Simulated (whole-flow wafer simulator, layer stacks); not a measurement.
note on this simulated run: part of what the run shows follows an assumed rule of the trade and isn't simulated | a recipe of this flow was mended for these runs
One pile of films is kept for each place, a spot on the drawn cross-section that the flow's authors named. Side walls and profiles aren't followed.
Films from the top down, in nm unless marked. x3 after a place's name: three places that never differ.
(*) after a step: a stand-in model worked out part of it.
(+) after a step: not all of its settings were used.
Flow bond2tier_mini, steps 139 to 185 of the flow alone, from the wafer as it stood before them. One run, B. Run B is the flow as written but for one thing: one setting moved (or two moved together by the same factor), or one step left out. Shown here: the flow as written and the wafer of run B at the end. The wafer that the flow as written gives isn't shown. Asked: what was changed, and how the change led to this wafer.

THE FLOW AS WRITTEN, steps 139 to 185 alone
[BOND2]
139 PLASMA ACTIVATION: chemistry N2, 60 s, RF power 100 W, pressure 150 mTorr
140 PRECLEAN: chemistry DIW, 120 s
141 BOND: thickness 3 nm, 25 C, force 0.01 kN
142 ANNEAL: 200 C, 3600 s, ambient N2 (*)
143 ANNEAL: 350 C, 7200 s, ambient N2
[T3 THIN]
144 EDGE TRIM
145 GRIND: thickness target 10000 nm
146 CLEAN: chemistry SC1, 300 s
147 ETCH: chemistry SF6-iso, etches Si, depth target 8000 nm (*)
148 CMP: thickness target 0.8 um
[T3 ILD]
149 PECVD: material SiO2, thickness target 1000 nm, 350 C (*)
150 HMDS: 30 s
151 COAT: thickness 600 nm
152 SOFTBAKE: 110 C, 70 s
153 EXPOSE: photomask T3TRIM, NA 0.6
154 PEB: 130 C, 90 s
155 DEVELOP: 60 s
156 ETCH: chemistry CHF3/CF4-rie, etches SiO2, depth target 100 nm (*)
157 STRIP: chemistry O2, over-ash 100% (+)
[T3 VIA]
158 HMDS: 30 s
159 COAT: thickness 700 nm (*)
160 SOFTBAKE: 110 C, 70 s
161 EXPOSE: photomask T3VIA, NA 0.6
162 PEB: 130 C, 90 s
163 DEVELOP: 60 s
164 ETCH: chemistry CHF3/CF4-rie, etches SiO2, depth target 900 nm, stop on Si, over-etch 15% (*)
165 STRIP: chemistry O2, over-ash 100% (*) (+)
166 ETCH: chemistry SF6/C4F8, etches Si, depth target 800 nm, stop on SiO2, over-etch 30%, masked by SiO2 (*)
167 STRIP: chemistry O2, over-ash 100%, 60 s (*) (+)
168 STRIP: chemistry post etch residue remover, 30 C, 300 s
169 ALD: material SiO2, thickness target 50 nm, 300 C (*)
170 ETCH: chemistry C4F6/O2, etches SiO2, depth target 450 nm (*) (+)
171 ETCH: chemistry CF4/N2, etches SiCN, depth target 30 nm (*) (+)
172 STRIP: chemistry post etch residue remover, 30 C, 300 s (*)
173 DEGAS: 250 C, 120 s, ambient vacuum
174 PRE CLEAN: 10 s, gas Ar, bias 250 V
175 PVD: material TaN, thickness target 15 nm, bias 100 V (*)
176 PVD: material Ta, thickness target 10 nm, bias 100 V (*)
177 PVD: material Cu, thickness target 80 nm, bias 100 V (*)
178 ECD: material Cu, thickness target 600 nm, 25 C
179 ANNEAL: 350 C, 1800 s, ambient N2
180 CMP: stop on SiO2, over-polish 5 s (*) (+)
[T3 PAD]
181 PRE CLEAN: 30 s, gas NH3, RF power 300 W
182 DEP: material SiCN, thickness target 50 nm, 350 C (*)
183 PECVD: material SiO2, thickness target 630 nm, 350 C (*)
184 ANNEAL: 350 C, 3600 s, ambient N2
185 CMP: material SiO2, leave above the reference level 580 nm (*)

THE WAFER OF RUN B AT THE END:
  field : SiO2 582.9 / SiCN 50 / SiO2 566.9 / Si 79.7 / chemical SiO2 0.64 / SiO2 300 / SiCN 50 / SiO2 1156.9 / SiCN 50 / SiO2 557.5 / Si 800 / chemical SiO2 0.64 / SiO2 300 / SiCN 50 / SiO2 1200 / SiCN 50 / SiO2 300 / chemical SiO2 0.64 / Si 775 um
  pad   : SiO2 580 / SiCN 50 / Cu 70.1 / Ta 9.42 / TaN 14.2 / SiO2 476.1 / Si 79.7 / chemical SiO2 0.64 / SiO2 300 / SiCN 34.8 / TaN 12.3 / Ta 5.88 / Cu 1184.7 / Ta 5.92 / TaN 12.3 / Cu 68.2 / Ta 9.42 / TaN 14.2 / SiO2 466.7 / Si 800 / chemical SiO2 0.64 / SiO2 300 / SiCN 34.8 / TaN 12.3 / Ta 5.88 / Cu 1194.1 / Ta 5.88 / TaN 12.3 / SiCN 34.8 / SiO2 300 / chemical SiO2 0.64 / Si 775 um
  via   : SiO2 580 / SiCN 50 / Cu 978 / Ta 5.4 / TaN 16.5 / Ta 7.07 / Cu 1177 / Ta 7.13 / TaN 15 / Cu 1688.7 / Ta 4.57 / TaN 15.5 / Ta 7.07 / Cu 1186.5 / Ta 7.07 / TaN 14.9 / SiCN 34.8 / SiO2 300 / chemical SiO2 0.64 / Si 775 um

The cause: step 147, ETCH: depth target 9920 nm was run, where the flow has depth target 8000 nm.

How the change led to this, step by step:
  147 ETCH: chemistry SF6-iso, etches Si, depth target 8000 nm (*)
      field, pad, via: chemical SiO2 -0.6 (all of it), Si -9920 (as written it would be: chemical SiO2 -0.6 (all of it), Si -8000)
  148 CMP: thickness target 0.8 um
      field, pad, via: nothing (as written it would be: Si -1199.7)
  166 ETCH: chemistry SF6/C4F8, etches Si, depth target 800 nm, stop on SiO2, over-etch 30%, masked by SiO2 (*)
      field, pad: SiO2 -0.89 (as written it would be: SiO2 -10.3)
      via: Si -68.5 (all of it), chemical SiO2 -0.64 (all of it), SiO2 -9.07 (as written it would be: Si -788.8 (all of it), chemical SiO2 -0.64 (all of it), SiO2 -1.87)
  170 ETCH: chemistry C4F6/O2, etches SiO2, depth target 450 nm (*) (+)
      via: SiO2 -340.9 (all of it), SiCN -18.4 (as written it would be: SiO2 -348.1 (all of it), SiCN -17.2)
  171 ETCH: chemistry CF4/N2, etches SiCN, depth target 30 nm (*) (+)
      via: SiCN -16.4 (all of it), TaN -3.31 (as written it would be: SiCN -17.6 (all of it), TaN -3.01)
  175 PVD: material TaN, thickness target 15 nm, bias 100 V (*)
      via: TaN +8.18 (as written it would be: TaN +6.94)
  176 PVD: material Ta, thickness target 10 nm, bias 100 V (*)
      via: Ta +5.4 (new film) (as written it would be: Ta +4.57 (new film))
  177 PVD: material Cu, thickness target 80 nm, bias 100 V (*)
      via: Cu +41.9 (new film) (as written it would be: Cu +35 (new film))
  178 ECD: material Cu, thickness target 600 nm, 25 C
      via: Cu +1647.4 (as written it would be: Cu +2367)
